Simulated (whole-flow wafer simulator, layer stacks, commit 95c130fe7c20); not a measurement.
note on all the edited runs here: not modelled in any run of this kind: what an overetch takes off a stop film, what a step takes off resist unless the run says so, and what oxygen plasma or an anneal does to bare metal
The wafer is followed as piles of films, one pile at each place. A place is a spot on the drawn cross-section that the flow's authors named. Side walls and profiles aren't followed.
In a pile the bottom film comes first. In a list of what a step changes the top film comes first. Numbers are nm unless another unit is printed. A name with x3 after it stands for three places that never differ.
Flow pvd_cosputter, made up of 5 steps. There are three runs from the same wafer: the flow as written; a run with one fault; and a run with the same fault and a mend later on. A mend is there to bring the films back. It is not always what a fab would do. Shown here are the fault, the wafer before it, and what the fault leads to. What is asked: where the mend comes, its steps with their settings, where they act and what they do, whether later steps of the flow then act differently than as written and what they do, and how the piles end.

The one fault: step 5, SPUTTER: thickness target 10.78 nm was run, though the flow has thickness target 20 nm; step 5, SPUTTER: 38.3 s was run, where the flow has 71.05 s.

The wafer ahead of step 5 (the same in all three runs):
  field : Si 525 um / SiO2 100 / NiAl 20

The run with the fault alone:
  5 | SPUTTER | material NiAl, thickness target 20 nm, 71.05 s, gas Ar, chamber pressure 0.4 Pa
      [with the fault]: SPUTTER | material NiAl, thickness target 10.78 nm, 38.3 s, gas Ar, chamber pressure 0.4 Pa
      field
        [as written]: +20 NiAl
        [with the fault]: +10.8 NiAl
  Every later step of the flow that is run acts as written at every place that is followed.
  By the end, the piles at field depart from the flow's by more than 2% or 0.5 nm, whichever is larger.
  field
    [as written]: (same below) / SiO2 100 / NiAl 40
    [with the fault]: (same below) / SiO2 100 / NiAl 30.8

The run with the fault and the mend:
  After step 5 comes the mend.
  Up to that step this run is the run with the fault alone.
  5a | SPUTTER | material NiAl, thickness target 9.22 nm, 32.75 s, gas Ar, chamber pressure 0.4 Pa (the flow's step 5 again, with other settings)
      field
        +9.22 NiAl
  Every later step of the flow that is run acts as written at every place that is followed.
  The piles end the same as the flow's at every place that both follow.
